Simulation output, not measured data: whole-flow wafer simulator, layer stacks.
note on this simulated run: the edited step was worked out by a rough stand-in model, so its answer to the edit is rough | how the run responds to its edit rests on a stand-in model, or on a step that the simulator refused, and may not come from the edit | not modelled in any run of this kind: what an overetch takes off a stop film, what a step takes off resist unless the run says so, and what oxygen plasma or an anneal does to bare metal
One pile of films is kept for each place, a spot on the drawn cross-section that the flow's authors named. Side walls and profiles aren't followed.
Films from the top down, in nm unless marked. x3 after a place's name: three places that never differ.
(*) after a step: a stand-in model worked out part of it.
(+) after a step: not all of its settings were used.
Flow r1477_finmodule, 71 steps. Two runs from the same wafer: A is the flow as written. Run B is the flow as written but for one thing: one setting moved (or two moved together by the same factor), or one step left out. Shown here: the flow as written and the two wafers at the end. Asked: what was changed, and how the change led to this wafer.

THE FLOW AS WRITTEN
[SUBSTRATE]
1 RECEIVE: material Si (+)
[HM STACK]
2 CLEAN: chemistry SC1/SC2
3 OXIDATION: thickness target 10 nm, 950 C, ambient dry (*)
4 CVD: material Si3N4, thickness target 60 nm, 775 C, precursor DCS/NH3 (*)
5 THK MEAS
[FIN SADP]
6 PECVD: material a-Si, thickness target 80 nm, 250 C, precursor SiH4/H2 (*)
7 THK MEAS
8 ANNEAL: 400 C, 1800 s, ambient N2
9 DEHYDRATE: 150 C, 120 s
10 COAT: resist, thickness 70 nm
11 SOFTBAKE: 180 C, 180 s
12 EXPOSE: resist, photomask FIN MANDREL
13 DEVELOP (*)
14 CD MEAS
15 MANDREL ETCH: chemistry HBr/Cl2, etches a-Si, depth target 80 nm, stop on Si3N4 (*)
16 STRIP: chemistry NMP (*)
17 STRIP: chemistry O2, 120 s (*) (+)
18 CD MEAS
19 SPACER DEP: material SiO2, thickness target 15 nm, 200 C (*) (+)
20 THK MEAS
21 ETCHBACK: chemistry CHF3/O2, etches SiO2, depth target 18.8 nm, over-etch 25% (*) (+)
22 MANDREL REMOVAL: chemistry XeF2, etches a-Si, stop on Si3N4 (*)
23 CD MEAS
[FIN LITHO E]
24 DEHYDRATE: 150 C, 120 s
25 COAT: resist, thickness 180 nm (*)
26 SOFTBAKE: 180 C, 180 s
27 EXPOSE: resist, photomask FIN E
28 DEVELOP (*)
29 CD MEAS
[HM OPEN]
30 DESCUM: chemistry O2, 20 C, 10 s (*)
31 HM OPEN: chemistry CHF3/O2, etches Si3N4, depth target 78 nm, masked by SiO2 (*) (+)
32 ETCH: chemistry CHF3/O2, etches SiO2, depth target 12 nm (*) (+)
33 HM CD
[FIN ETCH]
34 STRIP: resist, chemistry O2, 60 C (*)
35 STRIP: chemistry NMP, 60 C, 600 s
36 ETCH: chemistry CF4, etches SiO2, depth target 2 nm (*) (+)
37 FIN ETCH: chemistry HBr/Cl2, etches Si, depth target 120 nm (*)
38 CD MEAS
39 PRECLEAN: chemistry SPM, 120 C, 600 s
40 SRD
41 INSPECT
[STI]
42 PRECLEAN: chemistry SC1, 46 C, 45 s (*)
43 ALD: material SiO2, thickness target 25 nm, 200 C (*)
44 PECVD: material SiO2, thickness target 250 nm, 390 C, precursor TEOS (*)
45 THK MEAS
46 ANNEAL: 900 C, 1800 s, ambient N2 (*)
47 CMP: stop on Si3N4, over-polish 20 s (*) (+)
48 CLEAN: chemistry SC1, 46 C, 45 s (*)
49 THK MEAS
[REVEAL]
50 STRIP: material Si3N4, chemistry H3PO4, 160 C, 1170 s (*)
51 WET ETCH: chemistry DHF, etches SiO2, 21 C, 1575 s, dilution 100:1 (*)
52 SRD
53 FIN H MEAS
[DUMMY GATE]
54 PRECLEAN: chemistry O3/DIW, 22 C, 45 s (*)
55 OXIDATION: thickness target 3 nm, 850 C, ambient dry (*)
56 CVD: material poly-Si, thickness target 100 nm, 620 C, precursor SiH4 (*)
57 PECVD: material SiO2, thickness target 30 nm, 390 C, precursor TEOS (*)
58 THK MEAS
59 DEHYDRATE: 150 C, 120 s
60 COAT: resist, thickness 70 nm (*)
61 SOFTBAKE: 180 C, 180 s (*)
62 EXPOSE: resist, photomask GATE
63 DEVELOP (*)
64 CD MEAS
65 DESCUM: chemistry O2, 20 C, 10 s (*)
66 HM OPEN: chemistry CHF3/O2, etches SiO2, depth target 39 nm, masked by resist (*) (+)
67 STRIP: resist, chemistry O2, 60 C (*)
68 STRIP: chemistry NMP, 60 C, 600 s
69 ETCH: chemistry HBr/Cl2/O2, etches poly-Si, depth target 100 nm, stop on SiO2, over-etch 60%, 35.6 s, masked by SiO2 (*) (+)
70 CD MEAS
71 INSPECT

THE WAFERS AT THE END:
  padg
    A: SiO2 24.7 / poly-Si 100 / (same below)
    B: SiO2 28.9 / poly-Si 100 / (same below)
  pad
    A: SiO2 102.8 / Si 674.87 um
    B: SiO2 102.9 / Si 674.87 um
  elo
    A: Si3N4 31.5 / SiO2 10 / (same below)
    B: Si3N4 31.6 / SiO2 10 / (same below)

The cause: step 57, PECVD: thickness target 34.2 nm was run, where the flow has thickness target 30 nm.

How the change led to this, step by step:
  57 PECVD: material SiO2, thickness target 30 nm, 390 C, precursor TEOS (*)
      pad, padg, elg and 33 more: A SiO2 +30 (new film) | B SiO2 +34.2 (new film)
  66 HM OPEN: chemistry CHF3/O2, etches SiO2, depth target 39 nm, masked by resist (*) (+)
      pad, elo, eso and 15 more: A SiO2 -30 (all of it), poly-Si -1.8 | B SiO2 -34.2 (all of it), poly-Si -0.96
